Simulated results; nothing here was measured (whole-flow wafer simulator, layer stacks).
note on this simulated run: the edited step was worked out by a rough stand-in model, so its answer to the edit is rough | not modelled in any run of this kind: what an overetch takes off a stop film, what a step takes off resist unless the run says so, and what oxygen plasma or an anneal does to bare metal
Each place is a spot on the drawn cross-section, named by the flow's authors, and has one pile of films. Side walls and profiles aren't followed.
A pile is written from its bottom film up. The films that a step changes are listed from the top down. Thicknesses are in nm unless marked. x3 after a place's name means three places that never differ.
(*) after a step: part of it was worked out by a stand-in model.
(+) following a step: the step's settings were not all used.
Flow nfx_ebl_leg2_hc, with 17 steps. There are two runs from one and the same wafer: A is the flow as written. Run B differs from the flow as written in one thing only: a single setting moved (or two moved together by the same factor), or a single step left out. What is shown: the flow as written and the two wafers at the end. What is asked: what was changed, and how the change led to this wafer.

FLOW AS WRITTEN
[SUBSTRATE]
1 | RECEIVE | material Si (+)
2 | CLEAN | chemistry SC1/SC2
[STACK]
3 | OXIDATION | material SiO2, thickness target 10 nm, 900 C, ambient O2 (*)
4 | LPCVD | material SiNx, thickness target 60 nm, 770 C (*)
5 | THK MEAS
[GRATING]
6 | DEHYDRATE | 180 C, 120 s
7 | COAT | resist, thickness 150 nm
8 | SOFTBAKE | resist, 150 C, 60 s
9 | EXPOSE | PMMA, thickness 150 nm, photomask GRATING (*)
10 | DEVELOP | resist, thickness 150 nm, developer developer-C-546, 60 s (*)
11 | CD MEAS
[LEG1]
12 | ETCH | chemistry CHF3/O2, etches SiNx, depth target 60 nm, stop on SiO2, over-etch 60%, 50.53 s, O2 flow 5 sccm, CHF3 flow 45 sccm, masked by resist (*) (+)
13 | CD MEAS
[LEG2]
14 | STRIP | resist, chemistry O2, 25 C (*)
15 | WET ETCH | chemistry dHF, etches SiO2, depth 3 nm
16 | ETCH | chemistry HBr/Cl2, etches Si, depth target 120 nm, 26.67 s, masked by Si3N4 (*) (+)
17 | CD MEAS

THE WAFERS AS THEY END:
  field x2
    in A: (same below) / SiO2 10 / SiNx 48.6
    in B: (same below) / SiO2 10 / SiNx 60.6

The reason: step 4, LPCVD: thickness target 72 nm was run, though the flow has thickness target 60 nm.

Step by step, how the change led to this:
  4 | LPCVD | material SiNx, thickness target 60 nm, 770 C (*)
      field x2, pad x2: A +60 SiNx (new film) | B +72 SiNx (new film)
  12 | ETCH | chemistry CHF3/O2, etches SiNx, depth target 60 nm, stop on SiO2, over-etch 60%, 50.53 s, O2 flow 5 sccm, CHF3 flow 45 sccm, masked by resist (*) (+)
      pad x2: A -60 SiNx (all of it), -10 SiO2 (all of it) | B -72 SiNx (all of it), -10 SiO2 (all of it)
